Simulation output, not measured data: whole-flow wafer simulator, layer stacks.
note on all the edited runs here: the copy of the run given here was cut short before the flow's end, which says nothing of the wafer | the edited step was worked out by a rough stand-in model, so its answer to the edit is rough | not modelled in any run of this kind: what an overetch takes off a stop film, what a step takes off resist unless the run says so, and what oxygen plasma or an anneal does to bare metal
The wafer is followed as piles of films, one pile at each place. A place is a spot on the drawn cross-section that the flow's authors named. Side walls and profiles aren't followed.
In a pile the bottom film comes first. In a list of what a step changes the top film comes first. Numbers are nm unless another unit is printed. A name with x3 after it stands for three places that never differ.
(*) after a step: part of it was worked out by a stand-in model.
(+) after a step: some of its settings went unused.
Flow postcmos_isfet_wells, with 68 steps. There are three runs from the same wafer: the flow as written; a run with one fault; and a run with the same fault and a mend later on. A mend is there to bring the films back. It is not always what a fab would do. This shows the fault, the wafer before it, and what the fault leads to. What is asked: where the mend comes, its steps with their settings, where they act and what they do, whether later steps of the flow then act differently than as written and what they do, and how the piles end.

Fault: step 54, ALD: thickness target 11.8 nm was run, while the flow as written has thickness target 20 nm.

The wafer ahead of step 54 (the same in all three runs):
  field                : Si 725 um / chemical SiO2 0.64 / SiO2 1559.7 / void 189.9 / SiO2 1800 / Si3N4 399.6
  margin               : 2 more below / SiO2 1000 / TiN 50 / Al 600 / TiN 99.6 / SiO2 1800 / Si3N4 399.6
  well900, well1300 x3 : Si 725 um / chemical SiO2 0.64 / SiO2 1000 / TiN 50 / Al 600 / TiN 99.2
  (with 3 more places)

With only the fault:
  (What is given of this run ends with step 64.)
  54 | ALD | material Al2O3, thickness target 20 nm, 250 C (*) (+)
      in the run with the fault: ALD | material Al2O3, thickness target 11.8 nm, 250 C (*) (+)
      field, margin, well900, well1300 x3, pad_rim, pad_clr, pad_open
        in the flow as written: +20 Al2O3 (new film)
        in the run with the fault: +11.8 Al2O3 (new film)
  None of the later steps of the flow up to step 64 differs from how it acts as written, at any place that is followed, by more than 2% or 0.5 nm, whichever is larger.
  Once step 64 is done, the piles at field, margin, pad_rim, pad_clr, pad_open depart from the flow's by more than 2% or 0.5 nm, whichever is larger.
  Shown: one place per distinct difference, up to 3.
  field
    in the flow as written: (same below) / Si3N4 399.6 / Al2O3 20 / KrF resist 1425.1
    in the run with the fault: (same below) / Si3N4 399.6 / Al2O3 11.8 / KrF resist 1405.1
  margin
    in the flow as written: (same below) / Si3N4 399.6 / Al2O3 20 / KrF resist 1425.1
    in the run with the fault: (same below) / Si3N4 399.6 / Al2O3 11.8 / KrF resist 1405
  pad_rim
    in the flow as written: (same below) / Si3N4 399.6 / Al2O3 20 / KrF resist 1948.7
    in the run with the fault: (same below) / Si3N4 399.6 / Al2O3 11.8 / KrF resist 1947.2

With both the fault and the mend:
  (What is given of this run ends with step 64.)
  After step 54 comes the mend.
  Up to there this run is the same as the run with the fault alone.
  54a | ALD | material Al2O3, thickness target 8.2 nm, 250 C (*) (+) (the flow's step 54 again, with other settings)
      field, margin, well900, well1300 x3, pad_rim, pad_clr, pad_open
        +8.2 Al2O3
  None of the later steps of the flow up to step 64 acts differently than as written at any place that is followed.
  At every place that both follow, the piles after step 64 match the flow's.
